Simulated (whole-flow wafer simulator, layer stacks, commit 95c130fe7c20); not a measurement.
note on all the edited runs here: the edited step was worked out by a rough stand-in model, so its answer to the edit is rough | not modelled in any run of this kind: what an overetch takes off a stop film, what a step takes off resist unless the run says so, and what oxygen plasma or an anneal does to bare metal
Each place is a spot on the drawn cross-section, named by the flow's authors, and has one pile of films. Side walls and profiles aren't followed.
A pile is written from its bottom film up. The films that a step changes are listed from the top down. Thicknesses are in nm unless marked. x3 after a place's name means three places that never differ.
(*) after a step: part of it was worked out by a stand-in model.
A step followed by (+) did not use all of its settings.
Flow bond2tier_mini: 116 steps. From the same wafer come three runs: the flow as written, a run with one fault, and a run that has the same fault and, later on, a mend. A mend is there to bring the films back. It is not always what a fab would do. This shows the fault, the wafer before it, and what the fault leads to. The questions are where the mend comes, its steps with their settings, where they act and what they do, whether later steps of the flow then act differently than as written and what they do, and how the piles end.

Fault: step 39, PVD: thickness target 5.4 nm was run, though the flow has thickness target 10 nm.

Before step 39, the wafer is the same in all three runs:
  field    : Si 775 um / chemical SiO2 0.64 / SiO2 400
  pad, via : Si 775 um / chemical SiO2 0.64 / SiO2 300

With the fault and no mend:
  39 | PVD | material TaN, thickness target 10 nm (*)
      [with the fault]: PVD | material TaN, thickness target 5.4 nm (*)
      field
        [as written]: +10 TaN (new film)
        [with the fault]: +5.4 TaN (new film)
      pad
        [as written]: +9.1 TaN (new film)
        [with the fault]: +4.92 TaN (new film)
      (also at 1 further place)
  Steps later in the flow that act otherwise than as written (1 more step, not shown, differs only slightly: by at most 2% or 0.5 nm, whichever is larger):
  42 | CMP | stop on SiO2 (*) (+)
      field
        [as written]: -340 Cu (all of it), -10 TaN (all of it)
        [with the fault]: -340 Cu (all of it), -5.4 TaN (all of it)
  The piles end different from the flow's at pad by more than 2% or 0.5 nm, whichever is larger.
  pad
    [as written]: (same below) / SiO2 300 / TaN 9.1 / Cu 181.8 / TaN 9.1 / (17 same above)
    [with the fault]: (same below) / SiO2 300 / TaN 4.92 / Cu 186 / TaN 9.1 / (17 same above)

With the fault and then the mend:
  The mend follows step 39.
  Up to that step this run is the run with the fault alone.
  39a | PVD | material TaN, thickness target 4.6 nm (*) (the flow's step 39 again, with other settings)
      field
        +4.6 TaN
      pad
        +4.18 TaN
      via
        +4.59 TaN
  None of the later steps of the flow acts differently than as written at any place that is followed.
  By the end, the piles equal the flow's at every place that both follow.
